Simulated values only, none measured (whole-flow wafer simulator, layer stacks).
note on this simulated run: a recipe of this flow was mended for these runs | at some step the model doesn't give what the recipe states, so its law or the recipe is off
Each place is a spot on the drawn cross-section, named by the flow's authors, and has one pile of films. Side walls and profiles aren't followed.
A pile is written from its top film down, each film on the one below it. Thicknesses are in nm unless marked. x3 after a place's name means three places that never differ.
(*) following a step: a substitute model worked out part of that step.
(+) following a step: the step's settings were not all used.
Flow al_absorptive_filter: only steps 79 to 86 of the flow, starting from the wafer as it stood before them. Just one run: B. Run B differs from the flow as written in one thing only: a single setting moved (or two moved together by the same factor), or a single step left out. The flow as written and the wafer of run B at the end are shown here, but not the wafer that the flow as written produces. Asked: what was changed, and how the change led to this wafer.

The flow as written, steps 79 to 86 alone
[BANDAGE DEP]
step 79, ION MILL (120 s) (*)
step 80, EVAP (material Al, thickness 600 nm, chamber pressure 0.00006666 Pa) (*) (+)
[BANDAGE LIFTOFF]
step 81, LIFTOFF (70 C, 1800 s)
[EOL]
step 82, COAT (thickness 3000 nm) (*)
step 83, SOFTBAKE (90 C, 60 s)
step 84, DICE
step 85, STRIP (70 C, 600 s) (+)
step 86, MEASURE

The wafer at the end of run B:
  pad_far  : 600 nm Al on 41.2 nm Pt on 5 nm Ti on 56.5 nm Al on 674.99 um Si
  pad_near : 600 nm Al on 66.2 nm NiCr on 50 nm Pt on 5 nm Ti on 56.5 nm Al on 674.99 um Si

The reason: step 79, ION MILL: 72 s was run, while the flow as written has 120 s.

The path from the change to this, step by step:
  step 79, ION MILL (120 s) (*)
      gnd, ledge, res, xa_field, xa_margin, xl_land, idc_field: i-line-resist loses 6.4 (as written it would have been: i-line-resist loses 10.7)
      xa_strip, xl_gap, xl_turn, idc_line, idc_space: i-line-resist loses 6.39 (as written it would have been: i-line-resist loses 10.7)
      (and at 2 other places as well)
